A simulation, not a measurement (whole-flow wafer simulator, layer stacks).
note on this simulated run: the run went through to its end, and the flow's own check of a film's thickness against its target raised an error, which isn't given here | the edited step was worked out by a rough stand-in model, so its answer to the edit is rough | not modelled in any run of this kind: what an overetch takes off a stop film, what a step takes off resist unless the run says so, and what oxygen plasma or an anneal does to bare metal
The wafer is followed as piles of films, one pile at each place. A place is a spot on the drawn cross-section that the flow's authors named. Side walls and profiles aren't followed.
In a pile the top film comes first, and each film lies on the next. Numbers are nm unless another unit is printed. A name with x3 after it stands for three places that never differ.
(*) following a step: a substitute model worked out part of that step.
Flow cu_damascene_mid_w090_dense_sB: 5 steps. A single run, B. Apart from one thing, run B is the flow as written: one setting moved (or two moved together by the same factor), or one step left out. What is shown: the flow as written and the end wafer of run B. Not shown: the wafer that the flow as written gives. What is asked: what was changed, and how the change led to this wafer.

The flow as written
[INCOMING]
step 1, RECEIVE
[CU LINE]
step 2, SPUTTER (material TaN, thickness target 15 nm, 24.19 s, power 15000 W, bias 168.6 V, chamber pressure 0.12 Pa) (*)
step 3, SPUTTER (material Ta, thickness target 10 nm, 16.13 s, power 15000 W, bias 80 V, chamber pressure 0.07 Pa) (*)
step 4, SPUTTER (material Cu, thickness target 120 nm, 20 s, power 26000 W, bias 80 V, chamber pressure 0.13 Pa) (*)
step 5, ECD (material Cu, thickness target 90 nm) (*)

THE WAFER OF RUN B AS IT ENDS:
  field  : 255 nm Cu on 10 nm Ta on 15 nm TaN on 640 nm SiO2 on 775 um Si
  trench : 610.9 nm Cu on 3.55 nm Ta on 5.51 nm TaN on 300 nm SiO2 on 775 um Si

Cause: step 4, SPUTTER: thickness target 165 nm was run, while the flow as written has thickness target 120 nm; step 4, SPUTTER: 27.5 s was run, where the flow has 20 s.

Step by step, how the change led to this:
  step 4, SPUTTER (material Cu, thickness target 120 nm, 20 s, power 26000 W, bias 80 V, chamber pressure 0.13 Pa) (*)
      field: Cu gains 165 (new film) (as written it would have been: Cu gains 120 (new film))
      trench: Cu gains 61 (new film) (as written it would have been: Cu gains 44.3 (new film))
  step 5, ECD (material Cu, thickness target 90 nm) (*)
      trench: Cu gains 550 (as written it would have been: Cu gains 521.6)
